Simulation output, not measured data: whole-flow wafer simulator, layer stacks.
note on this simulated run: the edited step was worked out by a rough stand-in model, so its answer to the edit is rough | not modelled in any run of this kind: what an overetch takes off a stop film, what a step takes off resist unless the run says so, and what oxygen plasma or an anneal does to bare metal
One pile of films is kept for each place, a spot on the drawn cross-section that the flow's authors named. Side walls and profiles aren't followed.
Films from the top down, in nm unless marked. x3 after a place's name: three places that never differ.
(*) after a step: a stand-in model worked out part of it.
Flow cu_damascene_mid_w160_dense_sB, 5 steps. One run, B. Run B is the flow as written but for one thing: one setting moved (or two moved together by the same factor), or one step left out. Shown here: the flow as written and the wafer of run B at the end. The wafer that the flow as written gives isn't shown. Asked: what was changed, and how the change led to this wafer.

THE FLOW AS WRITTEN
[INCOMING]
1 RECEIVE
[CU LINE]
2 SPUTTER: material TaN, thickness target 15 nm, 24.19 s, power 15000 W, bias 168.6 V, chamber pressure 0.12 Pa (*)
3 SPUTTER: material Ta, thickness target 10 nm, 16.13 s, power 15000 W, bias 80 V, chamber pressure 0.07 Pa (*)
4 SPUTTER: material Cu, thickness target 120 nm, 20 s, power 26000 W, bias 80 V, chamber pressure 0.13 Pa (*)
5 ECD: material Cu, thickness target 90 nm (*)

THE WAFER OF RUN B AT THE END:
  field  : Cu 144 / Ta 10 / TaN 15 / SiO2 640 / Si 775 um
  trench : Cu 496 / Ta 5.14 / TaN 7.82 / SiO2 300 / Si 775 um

The cause: step 4, SPUTTER: thickness target 54 nm was run, where the flow has thickness target 120 nm; step 4, SPUTTER: 9 s was run, where the flow has 20 s.

How the change led to this, step by step:
  4 SPUTTER: material Cu, thickness target 120 nm, 20 s, power 26000 W, bias 80 V, chamber pressure 0.13 Pa (*)
      field: Cu +54 (new film) (as written it would be: Cu +120 (new film))
      trench: Cu +27.9 (new film) (as written it would be: Cu +62 (new film))
  5 ECD: material Cu, thickness target 90 nm (*)
      trench: Cu +468.1 (as written it would be: Cu +500)
